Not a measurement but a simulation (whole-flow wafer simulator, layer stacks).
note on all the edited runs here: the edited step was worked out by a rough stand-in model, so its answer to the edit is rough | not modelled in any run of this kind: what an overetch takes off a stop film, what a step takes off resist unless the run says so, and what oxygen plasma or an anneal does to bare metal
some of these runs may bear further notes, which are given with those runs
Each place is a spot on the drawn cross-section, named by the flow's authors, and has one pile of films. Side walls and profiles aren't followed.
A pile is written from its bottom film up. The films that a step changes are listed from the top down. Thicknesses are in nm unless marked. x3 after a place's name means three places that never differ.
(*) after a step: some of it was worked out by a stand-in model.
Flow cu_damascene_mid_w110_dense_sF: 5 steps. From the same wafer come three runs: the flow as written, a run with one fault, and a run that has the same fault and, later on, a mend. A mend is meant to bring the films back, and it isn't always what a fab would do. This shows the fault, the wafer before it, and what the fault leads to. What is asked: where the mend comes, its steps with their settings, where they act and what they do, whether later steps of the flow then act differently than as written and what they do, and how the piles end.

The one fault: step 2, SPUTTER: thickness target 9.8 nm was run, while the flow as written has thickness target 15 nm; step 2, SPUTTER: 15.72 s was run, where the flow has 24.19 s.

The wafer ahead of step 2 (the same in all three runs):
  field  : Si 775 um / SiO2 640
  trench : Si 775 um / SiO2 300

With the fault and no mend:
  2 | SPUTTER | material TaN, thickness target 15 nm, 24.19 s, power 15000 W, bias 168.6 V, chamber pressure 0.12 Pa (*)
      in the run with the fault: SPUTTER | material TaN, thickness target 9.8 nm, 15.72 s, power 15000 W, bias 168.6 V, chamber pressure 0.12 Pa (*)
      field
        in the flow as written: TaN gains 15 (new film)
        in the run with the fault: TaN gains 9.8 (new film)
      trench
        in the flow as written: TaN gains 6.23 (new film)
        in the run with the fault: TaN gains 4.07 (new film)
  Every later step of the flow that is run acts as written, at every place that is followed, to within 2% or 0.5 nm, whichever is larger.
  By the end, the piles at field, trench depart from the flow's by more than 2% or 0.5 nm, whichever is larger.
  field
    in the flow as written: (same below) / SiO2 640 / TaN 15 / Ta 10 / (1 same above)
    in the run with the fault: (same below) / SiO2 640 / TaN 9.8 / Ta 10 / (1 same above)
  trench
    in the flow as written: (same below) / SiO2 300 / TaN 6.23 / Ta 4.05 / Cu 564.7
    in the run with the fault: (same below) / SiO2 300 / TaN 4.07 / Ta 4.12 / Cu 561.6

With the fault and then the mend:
  After step 2 comes the mend.
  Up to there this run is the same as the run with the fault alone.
  2a | SPUTTER | material TaN, thickness target 5.2 nm, 8.386 s, power 15000 W, bias 168.6 V, chamber pressure 0.12 Pa (*) (a further turn of the flow's step 2, with different settings)
      field
        TaN gains 5.2
      trench
        TaN gains 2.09
  Every later step of the flow that is run acts as written, at every place that is followed, to within 2% or 0.5 nm, whichever is larger.
  The piles end only slightly different from the flow's at the places that both follow, by no more than 2% or 0.5 nm, whichever is larger.
